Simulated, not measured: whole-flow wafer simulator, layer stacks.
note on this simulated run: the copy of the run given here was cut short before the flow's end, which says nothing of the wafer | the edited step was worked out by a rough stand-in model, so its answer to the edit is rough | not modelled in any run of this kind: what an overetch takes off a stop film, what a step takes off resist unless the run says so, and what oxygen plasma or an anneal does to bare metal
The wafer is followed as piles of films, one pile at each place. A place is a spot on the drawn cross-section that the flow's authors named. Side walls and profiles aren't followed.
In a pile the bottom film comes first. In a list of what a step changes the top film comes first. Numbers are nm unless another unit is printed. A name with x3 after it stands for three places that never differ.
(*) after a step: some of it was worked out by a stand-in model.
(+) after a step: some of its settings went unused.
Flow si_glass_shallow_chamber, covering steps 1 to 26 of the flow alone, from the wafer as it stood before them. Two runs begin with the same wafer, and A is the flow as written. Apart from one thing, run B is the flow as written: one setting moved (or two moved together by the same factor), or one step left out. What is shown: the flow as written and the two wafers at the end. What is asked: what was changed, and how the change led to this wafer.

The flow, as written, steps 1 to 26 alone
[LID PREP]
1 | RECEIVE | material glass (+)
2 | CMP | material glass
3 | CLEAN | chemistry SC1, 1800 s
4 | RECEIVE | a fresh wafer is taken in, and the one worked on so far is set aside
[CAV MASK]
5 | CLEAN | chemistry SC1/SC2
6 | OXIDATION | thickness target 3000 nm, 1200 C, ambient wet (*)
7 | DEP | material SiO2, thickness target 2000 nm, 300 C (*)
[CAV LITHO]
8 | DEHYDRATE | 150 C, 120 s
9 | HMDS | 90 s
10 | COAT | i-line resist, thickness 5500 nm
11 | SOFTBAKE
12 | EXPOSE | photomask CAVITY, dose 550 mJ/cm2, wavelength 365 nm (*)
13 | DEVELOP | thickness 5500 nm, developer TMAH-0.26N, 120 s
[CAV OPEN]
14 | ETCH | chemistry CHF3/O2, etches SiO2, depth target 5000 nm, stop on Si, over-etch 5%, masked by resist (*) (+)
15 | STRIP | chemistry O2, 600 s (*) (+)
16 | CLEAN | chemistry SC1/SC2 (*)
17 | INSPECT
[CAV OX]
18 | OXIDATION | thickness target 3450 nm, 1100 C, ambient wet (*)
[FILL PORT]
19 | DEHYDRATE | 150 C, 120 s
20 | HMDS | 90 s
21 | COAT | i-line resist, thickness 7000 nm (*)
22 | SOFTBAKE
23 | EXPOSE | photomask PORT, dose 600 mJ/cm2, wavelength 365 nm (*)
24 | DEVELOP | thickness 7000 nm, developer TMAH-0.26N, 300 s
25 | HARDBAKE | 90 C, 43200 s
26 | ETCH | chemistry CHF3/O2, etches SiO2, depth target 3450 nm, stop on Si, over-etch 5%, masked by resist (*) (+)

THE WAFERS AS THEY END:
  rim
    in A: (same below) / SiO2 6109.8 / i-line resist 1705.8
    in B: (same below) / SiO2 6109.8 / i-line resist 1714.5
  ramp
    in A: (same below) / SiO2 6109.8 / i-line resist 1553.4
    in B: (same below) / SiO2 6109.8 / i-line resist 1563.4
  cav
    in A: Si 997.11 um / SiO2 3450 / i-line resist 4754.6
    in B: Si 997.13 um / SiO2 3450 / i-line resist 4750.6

The reason: step 14, ETCH: over-etch 3.25% was run, whereas the flow has over-etch 5%.

The path from the change to this, step by step:
  14 | ETCH | chemistry CHF3/O2, etches SiO2, depth target 5000 nm, stop on Si, over-etch 5%, masked by resist (*) (+)
      cav, port: A SiO2 loses 5000 (all of it), Si loses 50 | B SiO2 loses 5000 (all of it), Si loses 32.5
  15 | STRIP | chemistry O2, 600 s (*) (+)
      rim, ramp, septum, ring: A i-line resist loses 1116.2 (all of it) | B i-line resist loses 1189.1 (all of it)
